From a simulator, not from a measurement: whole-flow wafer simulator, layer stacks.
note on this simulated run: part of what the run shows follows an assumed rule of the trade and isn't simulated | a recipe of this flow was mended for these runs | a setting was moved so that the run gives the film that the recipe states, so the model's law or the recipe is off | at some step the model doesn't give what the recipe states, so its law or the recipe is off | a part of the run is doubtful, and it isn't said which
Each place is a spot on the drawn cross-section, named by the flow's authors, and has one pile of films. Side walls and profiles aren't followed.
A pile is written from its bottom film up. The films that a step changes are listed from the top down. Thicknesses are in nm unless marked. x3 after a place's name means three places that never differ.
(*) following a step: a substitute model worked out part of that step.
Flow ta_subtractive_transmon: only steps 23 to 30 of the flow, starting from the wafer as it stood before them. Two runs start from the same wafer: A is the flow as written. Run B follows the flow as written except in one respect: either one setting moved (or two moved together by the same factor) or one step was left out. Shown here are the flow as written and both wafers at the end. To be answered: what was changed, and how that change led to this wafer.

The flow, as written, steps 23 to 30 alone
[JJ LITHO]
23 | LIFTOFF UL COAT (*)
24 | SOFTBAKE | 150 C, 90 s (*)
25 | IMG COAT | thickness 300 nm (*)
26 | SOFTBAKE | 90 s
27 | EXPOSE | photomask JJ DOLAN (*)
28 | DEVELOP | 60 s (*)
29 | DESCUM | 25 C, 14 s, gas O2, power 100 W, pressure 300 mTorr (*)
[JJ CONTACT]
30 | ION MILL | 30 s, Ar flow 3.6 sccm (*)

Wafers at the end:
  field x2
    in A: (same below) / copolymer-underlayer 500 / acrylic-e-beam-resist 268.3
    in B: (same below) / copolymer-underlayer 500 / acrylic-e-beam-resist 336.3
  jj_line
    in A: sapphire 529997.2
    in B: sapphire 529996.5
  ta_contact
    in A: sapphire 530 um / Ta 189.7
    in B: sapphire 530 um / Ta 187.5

What caused this: step 25, IMG COAT: thickness 372 nm was run, whereas the flow has thickness 300 nm; step 30, ION MILL: 37.2 s was run, where the flow has 30 s.

How this came from the change, step by step:
  25 | IMG COAT | thickness 300 nm (*)
      field x2, jj_line: A acrylic-e-beam-resist gains 300 (new film) | B acrylic-e-beam-resist gains 372 (new film)
      lead: A acrylic-e-beam-resist gains 312.5 (new film) | B acrylic-e-beam-resist gains 386.7 (new film)
      (also at 2 further places)
  28 | DEVELOP | 60 s (*)
      jj_line: A acrylic-e-beam-resist loses 300 (all of it), copolymer-underlayer loses 500 (all of it) | B acrylic-e-beam-resist loses 372 (all of it), copolymer-underlayer loses 500 (all of it)
      lead: A acrylic-e-beam-resist loses 312.5 (all of it), copolymer-underlayer loses 554.7 (all of it) | B acrylic-e-beam-resist loses 386.7 (all of it), copolymer-underlayer loses 554.7 (all of it)
      (also at 1 further place)
  30 | ION MILL | 30 s, Ar flow 3.6 sccm (*)
      field x2, ta_pad: A acrylic-e-beam-resist loses 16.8 | B acrylic-e-beam-resist loses 20.8
      jj_line, lead: A sapphire loses 2.8 | B sapphire loses 3.47
      (also at 1 further place)
